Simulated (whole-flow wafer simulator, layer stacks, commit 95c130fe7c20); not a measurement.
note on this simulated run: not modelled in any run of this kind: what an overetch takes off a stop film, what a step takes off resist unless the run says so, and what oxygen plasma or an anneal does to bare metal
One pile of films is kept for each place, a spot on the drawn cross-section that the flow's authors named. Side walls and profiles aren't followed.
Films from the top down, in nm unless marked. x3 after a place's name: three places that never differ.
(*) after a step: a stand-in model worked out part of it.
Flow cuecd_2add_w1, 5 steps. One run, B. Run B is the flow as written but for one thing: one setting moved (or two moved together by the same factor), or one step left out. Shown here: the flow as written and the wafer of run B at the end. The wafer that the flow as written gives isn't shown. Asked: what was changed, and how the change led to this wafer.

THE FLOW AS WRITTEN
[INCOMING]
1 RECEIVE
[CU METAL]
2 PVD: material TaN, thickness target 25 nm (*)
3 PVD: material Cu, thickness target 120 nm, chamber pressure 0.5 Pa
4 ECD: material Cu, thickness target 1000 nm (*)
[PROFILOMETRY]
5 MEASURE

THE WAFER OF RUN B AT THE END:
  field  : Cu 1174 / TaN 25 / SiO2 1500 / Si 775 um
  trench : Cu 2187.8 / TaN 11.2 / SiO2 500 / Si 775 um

The cause: step 3, PVD: thickness target 174 nm was run, where the flow has thickness target 120 nm.

How the change led to this, step by step:
  3 PVD: material Cu, thickness target 120 nm, chamber pressure 0.5 Pa
      field: Cu +174 (new film) (as written it would be: Cu +120 (new film))
      trench: Cu +76.4 (new film) (as written it would be: Cu +53.6 (new film))
